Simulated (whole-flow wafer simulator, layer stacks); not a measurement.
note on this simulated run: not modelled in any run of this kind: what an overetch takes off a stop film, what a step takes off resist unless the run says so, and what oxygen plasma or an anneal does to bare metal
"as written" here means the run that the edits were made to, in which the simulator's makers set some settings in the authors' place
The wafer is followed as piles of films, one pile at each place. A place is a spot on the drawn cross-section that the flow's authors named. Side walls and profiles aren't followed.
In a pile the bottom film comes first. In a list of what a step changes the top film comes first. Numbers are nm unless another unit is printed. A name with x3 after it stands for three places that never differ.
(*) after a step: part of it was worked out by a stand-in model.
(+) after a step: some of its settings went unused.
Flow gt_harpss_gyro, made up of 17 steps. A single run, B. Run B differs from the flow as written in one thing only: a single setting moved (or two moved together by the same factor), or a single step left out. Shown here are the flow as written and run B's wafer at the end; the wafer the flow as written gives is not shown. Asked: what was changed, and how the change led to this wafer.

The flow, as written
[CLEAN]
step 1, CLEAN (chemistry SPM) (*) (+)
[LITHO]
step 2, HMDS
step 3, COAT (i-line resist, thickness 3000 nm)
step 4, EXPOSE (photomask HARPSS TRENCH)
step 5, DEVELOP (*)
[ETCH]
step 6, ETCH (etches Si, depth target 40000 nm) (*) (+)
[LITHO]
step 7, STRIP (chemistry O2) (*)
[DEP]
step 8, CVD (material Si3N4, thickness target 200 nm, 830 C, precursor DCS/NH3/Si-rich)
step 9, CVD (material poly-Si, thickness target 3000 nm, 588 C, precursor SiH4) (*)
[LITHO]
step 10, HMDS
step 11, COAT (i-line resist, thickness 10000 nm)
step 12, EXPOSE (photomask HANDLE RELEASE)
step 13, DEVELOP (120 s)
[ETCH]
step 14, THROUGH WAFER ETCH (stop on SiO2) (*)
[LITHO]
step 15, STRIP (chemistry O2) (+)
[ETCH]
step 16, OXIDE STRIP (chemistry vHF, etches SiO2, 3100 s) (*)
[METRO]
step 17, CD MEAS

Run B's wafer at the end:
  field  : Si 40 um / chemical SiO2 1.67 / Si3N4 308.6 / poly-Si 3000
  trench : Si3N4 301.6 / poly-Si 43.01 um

What caused this: step 8, CVD: thickness target 308.6 nm was run, though the flow has thickness target 200 nm.
One can read it off the wafer: field has Si3N4 308.6, and step 8 as written asks for 200 nm.

The path from the change to this, step by step:
  step 8, CVD (material Si3N4, thickness target 200 nm, 830 C, precursor DCS/NH3/Si-rich)
      field: +308.6 Si3N4 (new film) (in the flow as written it would be: +200 Si3N4 (new film))
      trench: +301.6 Si3N4 (new film) (in the flow as written it would be: +195.9 Si3N4 (new film))
